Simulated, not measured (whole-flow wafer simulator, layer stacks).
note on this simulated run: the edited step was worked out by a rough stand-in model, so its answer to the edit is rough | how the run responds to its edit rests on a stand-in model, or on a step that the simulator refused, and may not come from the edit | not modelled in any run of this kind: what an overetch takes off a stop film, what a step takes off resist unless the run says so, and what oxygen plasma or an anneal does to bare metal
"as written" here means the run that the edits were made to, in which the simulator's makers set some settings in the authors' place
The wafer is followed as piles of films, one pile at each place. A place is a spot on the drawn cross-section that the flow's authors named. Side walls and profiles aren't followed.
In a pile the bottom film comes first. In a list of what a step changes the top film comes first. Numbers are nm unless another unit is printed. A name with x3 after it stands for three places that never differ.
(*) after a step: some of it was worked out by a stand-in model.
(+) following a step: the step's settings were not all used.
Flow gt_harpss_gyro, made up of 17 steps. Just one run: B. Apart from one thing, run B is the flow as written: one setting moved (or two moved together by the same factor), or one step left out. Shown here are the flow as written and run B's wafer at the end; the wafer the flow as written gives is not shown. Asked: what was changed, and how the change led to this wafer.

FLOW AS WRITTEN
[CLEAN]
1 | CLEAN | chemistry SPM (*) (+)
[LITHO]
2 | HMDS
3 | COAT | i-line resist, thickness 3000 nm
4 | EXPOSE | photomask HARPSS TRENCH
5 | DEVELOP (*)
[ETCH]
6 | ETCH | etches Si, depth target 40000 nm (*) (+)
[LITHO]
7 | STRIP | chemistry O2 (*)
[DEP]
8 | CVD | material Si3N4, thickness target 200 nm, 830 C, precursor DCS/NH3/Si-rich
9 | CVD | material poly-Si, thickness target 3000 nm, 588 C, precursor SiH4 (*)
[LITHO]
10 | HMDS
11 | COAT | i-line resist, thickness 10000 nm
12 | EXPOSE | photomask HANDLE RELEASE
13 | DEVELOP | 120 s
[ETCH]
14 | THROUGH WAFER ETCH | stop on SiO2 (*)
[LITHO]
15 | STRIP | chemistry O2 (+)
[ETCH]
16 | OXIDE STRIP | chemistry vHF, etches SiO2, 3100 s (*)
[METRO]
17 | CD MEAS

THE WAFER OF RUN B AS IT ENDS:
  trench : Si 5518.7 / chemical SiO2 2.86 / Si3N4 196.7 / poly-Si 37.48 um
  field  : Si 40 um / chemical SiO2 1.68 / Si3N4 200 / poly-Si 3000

What caused this: step 6, ETCH: depth target 34480 nm was run, though the flow has depth target 40000 nm.

How this came from the change, step by step:
  6 | ETCH | etches Si, depth target 40000 nm (*) (+)
      trench: chemical SiO2 loses 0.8 (all of it), Si loses 34.48 um (as written it would have been: chemical SiO2 loses 0.8 (all of it), Si loses 40 um (all of it))
      field: i-line resist loses 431 (as written it would have been: i-line resist loses 500)
  7 | STRIP | chemistry O2 (*)
      trench: chemical SiO2 gains 2.86 (new film), Si loses 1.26 (as written it would have been: nothing)
      field: i-line resist loses 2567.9 (all of it), chemical SiO2 gains 0.88, Si loses 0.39 (as written it would have been: i-line resist loses 2498.9 (all of it), chemical SiO2 gains 0.87, Si loses 0.38)
  9 | CVD | material poly-Si, thickness target 3000 nm, 588 C, precursor SiH4 (*)
      trench: poly-Si gains 37.48 um (new film) (as written it would have been: poly-Si gains 43.01 um (new film))
